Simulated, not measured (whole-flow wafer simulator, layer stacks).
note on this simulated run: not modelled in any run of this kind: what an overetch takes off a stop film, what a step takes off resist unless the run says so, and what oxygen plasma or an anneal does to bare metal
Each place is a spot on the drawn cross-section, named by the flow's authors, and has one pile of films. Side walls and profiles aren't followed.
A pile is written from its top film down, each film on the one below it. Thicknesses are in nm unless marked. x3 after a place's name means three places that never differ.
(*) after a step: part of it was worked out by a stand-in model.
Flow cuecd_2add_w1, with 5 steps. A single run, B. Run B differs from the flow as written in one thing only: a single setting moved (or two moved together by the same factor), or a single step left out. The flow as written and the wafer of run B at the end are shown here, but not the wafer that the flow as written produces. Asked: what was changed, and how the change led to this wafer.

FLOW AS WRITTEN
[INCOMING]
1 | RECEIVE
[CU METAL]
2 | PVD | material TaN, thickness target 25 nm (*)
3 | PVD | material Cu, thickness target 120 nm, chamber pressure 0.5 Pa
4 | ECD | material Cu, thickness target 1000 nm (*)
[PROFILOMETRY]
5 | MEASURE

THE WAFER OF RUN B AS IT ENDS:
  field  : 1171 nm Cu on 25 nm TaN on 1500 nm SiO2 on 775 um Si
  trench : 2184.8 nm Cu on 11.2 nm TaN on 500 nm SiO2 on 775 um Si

Cause: step 3, PVD: thickness target 171 nm was run, though the flow has thickness target 120 nm.

How this came from the change, step by step:
  3 | PVD | material Cu, thickness target 120 nm, chamber pressure 0.5 Pa
      field: +171 Cu (new film) (as written it would have been: +120 Cu (new film))
      trench: +75.1 Cu (new film) (as written it would have been: +53.6 Cu (new film))
